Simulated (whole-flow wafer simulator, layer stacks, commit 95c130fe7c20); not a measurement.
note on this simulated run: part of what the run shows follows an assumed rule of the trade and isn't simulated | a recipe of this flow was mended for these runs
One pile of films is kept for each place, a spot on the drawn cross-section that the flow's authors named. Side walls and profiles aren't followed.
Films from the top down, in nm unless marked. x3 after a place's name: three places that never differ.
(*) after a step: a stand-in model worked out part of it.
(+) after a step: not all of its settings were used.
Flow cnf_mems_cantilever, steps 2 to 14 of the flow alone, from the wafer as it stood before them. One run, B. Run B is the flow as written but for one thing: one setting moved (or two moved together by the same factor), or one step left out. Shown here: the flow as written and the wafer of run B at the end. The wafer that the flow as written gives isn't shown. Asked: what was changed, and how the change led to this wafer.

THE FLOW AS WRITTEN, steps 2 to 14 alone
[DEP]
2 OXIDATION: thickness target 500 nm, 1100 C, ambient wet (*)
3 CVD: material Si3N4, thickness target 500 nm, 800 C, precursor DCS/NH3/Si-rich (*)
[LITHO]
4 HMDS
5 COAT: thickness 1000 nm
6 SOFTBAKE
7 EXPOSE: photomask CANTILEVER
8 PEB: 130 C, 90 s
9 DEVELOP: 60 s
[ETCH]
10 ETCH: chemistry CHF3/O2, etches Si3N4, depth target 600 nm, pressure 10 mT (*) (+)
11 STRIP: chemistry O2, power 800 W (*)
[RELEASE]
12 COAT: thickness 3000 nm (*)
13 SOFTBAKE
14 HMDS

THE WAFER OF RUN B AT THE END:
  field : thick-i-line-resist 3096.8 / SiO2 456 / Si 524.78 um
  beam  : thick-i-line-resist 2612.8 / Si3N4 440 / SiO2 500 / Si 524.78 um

The cause: step 3, CVD: thickness target 440 nm was run, where the flow has thickness target 500 nm; step 10, ETCH: depth target 528 nm was run, where the flow has depth target 600 nm.
It can be read off the wafer: beam has Si3N4 440, and step 3 as written asks for 500 nm.

How the change led to this, step by step:
  3 CVD: material Si3N4, thickness target 500 nm, 800 C, precursor DCS/NH3/Si-rich (*)
      field, beam: Si3N4 +440 (new film) (as written it would be: Si3N4 +500 (new film))
  10 ETCH: chemistry CHF3/O2, etches Si3N4, depth target 600 nm, pressure 10 mT (*) (+)
      field: Si3N4 -440 (all of it), SiO2 -44 (as written it would be: Si3N4 -500 (all of it), SiO2 -50)
      beam: KrF-resist -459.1 (as written it would be: KrF-resist -521.7)
  11 STRIP: chemistry O2, power 800 W (*)
      beam: KrF-resist -523.5 (all of it) (as written it would be: KrF-resist -460.9 (all of it))
  13 SOFTBAKE
      field: thick-i-line-resist +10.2 (as written it would be: thick-i-line-resist +11.9)
      beam: thick-i-line-resist -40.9 (as written it would be: thick-i-line-resist -47.6)
